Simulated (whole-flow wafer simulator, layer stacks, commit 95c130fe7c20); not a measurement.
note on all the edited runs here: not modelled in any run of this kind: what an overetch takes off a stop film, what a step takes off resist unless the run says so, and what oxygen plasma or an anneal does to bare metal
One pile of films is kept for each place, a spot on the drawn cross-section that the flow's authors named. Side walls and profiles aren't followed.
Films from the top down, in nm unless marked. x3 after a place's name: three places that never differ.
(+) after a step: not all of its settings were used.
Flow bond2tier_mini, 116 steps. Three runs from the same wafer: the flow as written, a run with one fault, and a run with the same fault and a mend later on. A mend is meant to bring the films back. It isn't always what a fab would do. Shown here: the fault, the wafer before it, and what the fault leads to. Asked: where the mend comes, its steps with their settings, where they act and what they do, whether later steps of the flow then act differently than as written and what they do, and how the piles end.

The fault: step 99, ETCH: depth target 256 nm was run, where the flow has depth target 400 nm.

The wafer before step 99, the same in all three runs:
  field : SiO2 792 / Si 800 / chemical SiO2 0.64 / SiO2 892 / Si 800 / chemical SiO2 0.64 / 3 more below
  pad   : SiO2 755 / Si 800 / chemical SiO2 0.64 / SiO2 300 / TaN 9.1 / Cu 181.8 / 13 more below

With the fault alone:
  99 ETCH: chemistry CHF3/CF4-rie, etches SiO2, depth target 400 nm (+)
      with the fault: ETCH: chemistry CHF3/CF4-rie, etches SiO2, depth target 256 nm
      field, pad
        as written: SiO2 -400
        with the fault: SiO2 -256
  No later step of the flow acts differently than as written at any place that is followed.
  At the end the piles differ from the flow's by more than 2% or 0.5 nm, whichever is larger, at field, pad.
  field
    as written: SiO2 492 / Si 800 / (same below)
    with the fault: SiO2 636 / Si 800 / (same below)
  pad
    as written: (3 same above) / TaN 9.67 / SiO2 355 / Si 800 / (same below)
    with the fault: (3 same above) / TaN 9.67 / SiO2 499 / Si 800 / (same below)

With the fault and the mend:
  The mend comes after step 99.
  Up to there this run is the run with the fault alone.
  99a ETCH: chemistry CHF3/CF4-rie, etches SiO2, depth target 144 nm (+) (the flow's step 99 once more, with other settings)
      field, pad
        SiO2 -144
  No later step of the flow acts differently than as written at any place that is followed.
  At the end the piles are the same as the flow's at every place that both follow.
